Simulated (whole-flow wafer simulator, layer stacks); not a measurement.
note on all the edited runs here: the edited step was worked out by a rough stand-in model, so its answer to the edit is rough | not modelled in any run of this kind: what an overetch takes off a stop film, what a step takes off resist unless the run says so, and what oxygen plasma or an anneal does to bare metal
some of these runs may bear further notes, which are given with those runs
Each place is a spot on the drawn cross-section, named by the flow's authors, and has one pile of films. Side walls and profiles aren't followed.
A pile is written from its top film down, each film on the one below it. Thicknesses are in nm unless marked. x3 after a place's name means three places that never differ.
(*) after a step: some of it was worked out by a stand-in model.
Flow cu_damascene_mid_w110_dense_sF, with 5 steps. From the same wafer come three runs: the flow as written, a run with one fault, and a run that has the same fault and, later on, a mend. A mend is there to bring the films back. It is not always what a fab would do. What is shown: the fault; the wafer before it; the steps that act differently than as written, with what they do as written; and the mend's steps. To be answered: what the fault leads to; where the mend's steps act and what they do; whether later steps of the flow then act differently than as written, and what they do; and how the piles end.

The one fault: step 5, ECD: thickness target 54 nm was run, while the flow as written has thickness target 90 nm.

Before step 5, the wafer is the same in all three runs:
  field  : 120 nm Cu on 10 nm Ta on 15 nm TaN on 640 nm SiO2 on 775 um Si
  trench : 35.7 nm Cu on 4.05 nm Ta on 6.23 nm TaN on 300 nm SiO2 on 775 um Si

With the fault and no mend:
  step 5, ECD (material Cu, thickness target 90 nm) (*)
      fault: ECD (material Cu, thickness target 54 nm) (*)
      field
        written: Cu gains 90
        fault: Cu gains 54
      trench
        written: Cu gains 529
        fault: Cu gains 493
  None of the later steps of the flow acts differently than as written at any place that is followed.
  By the end, the piles at field, trench depart from the flow's by more than 2% or 0.5 nm, whichever is larger.
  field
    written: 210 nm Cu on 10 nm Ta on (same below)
    fault: 174 nm Cu on 10 nm Ta on (same below)
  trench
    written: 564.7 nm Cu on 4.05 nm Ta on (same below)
    fault: 528.7 nm Cu on 4.05 nm Ta on (same below)

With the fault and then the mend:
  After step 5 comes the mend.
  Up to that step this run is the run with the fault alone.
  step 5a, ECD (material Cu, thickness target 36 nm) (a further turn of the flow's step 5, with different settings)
      field, trench
        Cu gains 36
  None of the later steps of the flow acts differently than as written at any place that is followed.
  The piles end the same as the flow's at every place that both follow.
